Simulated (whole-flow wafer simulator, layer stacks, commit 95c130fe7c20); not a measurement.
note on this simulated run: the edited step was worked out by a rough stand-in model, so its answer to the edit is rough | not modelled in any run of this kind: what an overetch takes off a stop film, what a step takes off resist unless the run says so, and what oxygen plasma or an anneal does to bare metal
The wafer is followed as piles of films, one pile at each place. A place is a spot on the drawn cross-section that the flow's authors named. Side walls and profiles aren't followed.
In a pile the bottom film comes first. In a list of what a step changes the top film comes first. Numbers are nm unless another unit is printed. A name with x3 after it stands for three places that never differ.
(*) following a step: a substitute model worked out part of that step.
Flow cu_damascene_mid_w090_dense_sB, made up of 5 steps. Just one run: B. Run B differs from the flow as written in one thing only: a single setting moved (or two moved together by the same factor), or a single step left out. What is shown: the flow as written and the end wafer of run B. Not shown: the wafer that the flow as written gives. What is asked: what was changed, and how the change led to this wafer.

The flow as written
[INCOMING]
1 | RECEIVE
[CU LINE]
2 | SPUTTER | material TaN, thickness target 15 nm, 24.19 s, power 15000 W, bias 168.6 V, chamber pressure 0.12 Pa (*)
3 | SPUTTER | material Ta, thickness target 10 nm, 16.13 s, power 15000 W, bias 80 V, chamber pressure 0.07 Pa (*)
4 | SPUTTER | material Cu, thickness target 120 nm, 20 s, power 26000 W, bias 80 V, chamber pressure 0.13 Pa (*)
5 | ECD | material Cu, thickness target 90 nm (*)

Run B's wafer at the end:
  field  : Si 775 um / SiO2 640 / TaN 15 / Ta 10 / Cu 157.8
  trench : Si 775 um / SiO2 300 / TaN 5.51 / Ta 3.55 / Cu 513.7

What caused this: step 5, ECD: thickness target 37.8 nm was run, while the flow as written has thickness target 90 nm.

The path from the change to this, step by step:
  5 | ECD | material Cu, thickness target 90 nm (*)
      field: +37.8 Cu (in the flow as written it would be: +90 Cu)
      trench: +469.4 Cu (in the flow as written it would be: +521.6 Cu)
